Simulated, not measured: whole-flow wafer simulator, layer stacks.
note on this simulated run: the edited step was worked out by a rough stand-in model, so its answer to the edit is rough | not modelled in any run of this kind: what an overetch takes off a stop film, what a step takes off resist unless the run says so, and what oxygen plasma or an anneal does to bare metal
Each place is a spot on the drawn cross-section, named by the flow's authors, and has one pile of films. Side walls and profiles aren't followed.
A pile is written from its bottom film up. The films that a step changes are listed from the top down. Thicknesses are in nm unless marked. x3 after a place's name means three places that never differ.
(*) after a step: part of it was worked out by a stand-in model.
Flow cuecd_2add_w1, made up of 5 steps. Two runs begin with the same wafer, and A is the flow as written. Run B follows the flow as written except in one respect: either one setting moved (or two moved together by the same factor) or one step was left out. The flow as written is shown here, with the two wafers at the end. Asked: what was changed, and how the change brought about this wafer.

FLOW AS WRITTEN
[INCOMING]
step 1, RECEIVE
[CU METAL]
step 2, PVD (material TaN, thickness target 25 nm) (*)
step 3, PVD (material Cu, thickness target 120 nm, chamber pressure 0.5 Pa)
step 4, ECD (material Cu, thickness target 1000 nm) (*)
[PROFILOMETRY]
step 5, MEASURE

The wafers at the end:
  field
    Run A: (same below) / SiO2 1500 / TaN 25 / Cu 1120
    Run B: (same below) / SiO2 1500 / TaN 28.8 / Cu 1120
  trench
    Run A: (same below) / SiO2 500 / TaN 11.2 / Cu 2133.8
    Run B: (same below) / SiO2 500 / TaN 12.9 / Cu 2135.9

What caused this: step 2, PVD: thickness target 28.8 nm was run, though the flow has thickness target 25 nm.
The wafer lets one read it off: field has TaN 28.8, and step 2 as written asks for 25 nm.

The path from the change to this, step by step:
  step 2, PVD (material TaN, thickness target 25 nm) (*)
      field: A +25 TaN (new film) | B +28.8 TaN (new film)
      trench: A +11.2 TaN (new film) | B +12.9 TaN (new film)
